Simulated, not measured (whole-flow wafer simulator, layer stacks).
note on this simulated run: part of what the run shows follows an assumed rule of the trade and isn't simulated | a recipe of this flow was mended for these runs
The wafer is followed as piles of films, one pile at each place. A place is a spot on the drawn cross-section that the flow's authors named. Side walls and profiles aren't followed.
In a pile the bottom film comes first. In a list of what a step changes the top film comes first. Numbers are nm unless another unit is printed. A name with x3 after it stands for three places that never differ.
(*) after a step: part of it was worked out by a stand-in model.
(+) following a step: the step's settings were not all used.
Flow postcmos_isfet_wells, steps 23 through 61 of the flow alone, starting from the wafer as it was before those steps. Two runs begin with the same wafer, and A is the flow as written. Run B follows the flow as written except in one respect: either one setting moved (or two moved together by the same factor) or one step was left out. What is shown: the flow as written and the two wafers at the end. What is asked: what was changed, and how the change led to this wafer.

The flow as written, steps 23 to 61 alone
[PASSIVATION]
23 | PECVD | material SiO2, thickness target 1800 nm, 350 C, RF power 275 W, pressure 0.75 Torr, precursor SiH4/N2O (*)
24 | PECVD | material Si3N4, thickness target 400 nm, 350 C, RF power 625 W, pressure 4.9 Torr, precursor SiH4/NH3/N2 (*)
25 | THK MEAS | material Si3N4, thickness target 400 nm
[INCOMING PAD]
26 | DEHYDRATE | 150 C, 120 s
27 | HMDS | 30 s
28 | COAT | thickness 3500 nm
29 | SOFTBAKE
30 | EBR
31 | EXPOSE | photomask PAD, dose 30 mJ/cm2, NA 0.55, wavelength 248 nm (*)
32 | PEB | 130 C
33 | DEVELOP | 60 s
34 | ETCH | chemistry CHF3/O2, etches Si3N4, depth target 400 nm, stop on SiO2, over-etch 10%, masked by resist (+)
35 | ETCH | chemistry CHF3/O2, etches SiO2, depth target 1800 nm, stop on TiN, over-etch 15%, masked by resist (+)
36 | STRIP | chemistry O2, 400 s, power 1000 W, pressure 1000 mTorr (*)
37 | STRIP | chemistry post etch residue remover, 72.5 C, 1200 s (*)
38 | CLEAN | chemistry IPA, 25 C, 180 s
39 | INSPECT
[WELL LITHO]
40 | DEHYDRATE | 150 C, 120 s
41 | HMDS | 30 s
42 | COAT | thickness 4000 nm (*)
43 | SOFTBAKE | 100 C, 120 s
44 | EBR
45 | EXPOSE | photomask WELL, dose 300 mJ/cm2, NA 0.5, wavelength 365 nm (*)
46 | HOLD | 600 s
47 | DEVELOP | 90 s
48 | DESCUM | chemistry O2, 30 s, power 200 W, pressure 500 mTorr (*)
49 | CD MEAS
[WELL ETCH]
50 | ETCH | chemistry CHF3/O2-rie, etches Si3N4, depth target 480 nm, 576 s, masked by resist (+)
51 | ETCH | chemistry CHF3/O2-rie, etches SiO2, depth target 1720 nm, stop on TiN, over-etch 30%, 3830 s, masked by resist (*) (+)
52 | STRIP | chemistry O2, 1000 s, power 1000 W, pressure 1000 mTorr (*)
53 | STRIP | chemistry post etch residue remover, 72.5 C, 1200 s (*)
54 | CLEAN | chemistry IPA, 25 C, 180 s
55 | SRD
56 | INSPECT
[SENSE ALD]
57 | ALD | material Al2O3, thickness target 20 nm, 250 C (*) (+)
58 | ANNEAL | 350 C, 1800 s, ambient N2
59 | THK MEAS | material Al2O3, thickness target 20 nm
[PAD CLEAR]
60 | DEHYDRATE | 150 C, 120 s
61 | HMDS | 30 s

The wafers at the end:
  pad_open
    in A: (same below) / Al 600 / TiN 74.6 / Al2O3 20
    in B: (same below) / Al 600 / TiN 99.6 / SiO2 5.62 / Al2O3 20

What caused this: step 34, ETCH: depth target 125 nm was run, whereas the flow has depth target 400 nm.

The path from the change to this, step by step:
  34 | ETCH | chemistry CHF3/O2, etches Si3N4, depth target 400 nm, stop on SiO2, over-etch 10%, masked by resist (+)
      pad_open: A -400 Si3N4 (all of it), -20 SiO2 | B -137.5 Si3N4
      field, margin x2, well900 x4, pad_clr: A -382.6 thick-KrF-resist | B -119.6 thick-KrF-resist
  35 | ETCH | chemistry CHF3/O2, etches SiO2, depth target 1800 nm, stop on TiN, over-etch 15%, masked by resist (+)
      pad_open: A -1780 SiO2 (all of it), -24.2 TiN | B -262.5 Si3N4 (all of it), -1794.4 SiO2
  36 | STRIP | chemistry O2, 400 s, power 1000 W, pressure 1000 mTorr (*)
      field, margin x2, well900 x4, pad_clr: A -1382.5 thick-KrF-resist (all of it) | B -1626.4 thick-KrF-resist (all of it)
